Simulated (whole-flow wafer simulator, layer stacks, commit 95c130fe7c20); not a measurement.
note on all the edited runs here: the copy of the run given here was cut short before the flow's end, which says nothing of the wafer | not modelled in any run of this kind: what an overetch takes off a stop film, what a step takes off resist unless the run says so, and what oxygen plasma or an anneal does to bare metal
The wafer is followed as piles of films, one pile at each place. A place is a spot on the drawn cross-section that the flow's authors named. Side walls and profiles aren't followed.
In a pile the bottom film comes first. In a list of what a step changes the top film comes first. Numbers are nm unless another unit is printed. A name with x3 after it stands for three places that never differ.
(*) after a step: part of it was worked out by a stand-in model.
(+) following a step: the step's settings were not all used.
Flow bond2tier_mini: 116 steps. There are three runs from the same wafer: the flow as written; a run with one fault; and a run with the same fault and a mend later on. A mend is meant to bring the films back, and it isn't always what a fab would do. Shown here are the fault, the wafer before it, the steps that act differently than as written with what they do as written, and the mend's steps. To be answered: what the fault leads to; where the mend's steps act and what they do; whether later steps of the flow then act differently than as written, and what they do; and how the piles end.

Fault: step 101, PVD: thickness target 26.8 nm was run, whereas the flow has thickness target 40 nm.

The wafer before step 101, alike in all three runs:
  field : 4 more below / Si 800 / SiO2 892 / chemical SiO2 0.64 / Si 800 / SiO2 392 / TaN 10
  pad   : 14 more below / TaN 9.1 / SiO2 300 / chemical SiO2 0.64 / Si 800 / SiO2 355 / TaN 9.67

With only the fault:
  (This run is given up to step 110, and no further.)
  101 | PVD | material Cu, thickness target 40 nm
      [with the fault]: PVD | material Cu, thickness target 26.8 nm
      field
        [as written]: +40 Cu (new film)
        [with the fault]: +26.8 Cu (new film)
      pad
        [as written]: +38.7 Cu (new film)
        [with the fault]: +25.9 Cu (new film)
  Steps further on in the flow that do not act as written (1 other step is not shown; it differs only slightly, by no more than 2% or 0.5 nm, whichever is larger):
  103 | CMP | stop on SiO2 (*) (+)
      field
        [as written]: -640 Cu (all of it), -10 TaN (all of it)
        [with the fault]: -626.8 Cu (all of it), -10 TaN (all of it)
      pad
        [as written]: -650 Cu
        [with the fault]: -636.8 Cu
  At every place that both follow, the piles after step 110 match the flow's.

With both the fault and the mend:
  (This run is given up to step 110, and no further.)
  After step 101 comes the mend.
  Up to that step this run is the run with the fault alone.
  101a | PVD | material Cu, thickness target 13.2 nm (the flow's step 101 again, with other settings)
      field
        +13.2 Cu
      pad
        +12.7 Cu
  Every later step of the flow up to step 110 that is run acts as written at every place that is followed.
  At every place that both follow, the piles after step 110 match the flow's.
